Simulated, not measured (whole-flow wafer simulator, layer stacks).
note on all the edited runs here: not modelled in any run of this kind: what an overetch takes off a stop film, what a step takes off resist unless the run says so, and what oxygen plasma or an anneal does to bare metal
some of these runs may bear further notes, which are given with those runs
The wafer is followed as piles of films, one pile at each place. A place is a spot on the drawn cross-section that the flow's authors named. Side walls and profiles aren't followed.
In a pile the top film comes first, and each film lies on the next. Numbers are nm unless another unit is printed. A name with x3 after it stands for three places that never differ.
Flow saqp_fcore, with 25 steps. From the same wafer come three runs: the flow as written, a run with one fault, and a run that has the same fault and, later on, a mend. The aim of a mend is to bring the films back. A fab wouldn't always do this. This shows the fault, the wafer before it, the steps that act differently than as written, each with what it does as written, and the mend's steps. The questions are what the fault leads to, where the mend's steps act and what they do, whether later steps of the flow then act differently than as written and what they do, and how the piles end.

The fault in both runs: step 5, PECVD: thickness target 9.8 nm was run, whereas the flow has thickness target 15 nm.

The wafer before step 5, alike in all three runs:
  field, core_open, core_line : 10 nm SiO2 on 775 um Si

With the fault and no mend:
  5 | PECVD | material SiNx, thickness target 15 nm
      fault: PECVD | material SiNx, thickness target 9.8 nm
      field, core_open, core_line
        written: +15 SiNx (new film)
        fault: +9.8 SiNx (new film)
  Later steps of the flow that are run all act as written at every place that is followed.
  By the end, the piles at field, core_open, core_line depart from the flow's by more than 2% or 0.5 nm, whichever is larger.
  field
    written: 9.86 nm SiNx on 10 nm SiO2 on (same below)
    fault: 4.66 nm SiNx on 10 nm SiO2 on (same below)
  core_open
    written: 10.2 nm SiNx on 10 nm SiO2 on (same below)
    fault: 4.98 nm SiNx on 10 nm SiO2 on (same below)
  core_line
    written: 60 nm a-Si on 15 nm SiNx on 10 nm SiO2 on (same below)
    fault: 60 nm a-Si on 9.8 nm SiNx on 10 nm SiO2 on (same below)

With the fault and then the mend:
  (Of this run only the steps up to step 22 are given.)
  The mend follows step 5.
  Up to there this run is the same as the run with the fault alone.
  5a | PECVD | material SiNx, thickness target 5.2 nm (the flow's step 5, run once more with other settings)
      field, core_open, core_line
        +5.2 SiNx
  Later steps of the flow up to step 22 that are run all act as written at every place that is followed.
  At every place that both follow, the piles after step 22 match the flow's.
